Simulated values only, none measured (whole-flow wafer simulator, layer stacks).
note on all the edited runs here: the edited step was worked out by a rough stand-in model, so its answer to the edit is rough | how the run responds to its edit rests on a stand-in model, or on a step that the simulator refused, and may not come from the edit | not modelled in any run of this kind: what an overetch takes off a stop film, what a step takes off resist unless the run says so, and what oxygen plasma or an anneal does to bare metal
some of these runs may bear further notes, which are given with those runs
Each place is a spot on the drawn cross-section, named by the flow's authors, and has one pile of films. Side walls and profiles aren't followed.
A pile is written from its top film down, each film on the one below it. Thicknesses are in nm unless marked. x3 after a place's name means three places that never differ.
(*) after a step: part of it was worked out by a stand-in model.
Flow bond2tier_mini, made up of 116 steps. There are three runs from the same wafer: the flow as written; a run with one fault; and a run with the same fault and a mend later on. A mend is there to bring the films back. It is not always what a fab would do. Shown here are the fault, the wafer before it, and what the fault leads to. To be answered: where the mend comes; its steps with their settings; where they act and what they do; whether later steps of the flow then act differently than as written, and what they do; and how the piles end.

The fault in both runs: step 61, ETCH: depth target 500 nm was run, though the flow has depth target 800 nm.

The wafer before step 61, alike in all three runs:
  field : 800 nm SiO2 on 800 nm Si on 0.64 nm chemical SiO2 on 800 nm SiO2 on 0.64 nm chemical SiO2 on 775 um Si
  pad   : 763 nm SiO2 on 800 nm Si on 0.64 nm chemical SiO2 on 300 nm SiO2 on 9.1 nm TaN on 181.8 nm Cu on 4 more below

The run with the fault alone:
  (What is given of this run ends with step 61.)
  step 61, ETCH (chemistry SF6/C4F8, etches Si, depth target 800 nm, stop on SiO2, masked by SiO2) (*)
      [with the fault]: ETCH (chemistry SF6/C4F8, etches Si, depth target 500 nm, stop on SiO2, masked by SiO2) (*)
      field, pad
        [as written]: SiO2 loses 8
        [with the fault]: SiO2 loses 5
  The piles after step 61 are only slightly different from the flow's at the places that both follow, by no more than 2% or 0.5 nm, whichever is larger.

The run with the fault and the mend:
  After step 61 comes the mend.
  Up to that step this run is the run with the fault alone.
  step 61a, ETCH (chemistry SF6/C4F8, etches Si, depth target 300 nm, stop on SiO2, masked by SiO2) (*) (the flow's step 61, run once more with other settings)
      field, pad
        SiO2 loses 3
  Later steps of the flow that are run all act as written at every place that is followed.
  At every place that both follow, the piles at the end match the flow's.
